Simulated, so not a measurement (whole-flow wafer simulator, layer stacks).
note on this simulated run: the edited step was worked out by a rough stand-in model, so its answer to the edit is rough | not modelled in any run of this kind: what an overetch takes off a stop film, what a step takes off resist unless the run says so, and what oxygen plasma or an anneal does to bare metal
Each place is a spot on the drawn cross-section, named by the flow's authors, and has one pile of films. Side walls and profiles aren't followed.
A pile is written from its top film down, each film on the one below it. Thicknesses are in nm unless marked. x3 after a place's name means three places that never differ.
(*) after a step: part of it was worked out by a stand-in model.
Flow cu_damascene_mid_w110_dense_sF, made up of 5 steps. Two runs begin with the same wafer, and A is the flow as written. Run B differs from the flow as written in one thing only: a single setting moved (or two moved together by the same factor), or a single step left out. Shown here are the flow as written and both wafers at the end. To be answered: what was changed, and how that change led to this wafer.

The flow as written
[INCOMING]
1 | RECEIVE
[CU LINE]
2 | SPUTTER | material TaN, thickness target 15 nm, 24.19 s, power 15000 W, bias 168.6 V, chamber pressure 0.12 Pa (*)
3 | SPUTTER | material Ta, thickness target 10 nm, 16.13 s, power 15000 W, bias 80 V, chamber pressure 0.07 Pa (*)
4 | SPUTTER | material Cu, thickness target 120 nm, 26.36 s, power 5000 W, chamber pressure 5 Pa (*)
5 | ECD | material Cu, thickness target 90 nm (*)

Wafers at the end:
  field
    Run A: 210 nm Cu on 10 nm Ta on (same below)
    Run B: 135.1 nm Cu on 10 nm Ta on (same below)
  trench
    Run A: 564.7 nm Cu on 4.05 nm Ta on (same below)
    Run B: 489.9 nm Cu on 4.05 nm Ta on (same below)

What caused this: step 4, SPUTTER: 10.54 s was run, though the flow has 26.36 s.

Step by step, how the change led to this:
  4 | SPUTTER | material Cu, thickness target 120 nm, 26.36 s, power 5000 W, chamber pressure 5 Pa (*)
      field: A +120 Cu (new film) | B +45.1 Cu (new film)
      trench: A +35.7 Cu (new film) | B +13.4 Cu (new film)
  5 | ECD | material Cu, thickness target 90 nm (*)
      trench: A +529 Cu | B +476.4 Cu
